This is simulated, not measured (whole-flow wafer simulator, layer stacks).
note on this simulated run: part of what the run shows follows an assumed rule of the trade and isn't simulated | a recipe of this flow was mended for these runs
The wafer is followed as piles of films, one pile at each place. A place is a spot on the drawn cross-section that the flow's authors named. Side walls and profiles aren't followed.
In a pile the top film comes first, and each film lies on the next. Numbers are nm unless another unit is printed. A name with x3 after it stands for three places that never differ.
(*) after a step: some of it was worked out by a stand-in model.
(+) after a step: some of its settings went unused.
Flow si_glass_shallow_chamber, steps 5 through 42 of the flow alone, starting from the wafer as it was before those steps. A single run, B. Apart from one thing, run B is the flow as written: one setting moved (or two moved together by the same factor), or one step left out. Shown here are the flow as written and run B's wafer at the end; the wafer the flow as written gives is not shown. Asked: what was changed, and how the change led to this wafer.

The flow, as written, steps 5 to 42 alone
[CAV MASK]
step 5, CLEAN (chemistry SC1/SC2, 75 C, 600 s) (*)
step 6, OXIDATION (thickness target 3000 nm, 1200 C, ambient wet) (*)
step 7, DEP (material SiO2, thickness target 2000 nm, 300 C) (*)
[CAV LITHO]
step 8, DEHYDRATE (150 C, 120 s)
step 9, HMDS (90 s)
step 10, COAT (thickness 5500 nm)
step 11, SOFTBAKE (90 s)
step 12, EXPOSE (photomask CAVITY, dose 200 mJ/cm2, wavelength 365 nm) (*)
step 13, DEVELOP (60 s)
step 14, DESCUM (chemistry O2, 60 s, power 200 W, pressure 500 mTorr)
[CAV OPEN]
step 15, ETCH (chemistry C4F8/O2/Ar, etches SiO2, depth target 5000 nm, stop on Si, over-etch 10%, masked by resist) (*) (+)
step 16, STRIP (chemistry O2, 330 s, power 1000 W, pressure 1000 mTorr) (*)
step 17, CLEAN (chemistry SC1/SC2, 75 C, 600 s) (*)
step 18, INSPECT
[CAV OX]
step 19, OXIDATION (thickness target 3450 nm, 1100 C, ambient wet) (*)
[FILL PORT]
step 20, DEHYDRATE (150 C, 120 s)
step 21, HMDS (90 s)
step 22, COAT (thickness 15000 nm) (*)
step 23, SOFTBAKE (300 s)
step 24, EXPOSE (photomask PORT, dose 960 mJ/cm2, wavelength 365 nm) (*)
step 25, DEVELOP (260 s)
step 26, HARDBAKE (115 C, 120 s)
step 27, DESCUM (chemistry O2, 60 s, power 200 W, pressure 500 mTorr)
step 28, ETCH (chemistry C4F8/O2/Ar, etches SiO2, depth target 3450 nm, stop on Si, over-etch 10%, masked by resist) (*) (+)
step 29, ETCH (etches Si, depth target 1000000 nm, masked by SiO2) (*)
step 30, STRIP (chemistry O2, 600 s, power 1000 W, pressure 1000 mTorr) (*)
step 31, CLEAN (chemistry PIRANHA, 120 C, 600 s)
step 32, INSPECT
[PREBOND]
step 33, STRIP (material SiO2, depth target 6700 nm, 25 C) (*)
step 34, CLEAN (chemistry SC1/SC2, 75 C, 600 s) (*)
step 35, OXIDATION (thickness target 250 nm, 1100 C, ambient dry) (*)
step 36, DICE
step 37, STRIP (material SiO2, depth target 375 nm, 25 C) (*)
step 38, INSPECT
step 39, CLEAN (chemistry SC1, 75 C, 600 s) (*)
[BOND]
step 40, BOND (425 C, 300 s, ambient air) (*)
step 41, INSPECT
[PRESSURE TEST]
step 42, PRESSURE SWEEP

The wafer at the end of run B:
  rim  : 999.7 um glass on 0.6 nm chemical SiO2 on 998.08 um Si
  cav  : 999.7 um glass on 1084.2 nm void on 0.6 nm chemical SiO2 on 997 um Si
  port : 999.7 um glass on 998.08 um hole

Cause: step 7, DEP: thickness target 2240 nm was run, whereas the flow has thickness target 2000 nm.

Step by step, how the change led to this:
  step 7, DEP (material SiO2, thickness target 2000 nm, 300 C) (*)
      rim, ramp, cav, port, septum, ring: SiO2 gains 2240 (as written it would have been: SiO2 gains 2000)
  step 15, ETCH (chemistry C4F8/O2/Ar, etches SiO2, depth target 5000 nm, stop on Si, over-etch 10%, masked by resist) (*) (+)
      cav, port: SiO2 loses 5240 (all of it), Si loses 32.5 (as written it would have been: SiO2 loses 5000 (all of it), Si loses 62.5)
  step 19, OXIDATION (thickness target 3450 nm, 1100 C, ambient wet) (*)
      rim, ramp, septum, ring: SiO2 gains 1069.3, Si loses 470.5 (as written it would have been: SiO2 gains 1110.9, Si loses 488.8)
  step 22, COAT (thickness 15000 nm) (*)
      rim: thick-i-line-resist gains 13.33 um (new film) (as written it would have been: thick-i-line-resist gains 13.4 um (new film))
      ramp: thick-i-line-resist gains 12.79 um (new film) (as written it would have been: thick-i-line-resist gains 12.89 um (new film))
      (as well as at 3 more places)
  step 23, SOFTBAKE (300 s)
      rim: thick-i-line-resist loses 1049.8 (as written it would have been: thick-i-line-resist loses 997)
      ramp: thick-i-line-resist loses 515.1 (as written it would have been: thick-i-line-resist loses 487.1)
      (as well as at 4 more places)
  step 25, DEVELOP (260 s)
      port: thick-i-line-resist loses 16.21 um (all of it) (as written it would have been: thick-i-line-resist loses 16.16 um (all of it))
  step 29, ETCH (etches Si, depth target 1000000 nm, masked by SiO2) (*)
      rim, ramp: thick-i-line-resist loses 11.35 um (all of it), SiO2 loses 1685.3 (as written it would have been: thick-i-line-resist loses 11.47 um (all of it), SiO2 loses 1617.3)
      port: hole gains 997.08 um (new film), Si loses 997.08 um (all of it) (as written it would have been: hole gains 997.05 um (new film), Si loses 997.05 um (all of it))
      (as well as at 1 more place)
  step 30, STRIP (chemistry O2, 600 s, power 1000 W, pressure 1000 mTorr) (*)
      cav: thick-i-line-resist loses 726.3 (all of it) (as written it would have been: thick-i-line-resist loses 669.6 (all of it))
  step 33, STRIP (material SiO2, depth target 6700 nm, 25 C) (*)
      rim, ramp: SiO2 loses 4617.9 (all of it) (as written it would have been: SiO2 loses 4487.5 (all of it))
      septum: SiO2 loses 5924.7 (all of it) (as written it would have been: SiO2 loses 5732.1 (all of it))
      (as well as at 1 more place)
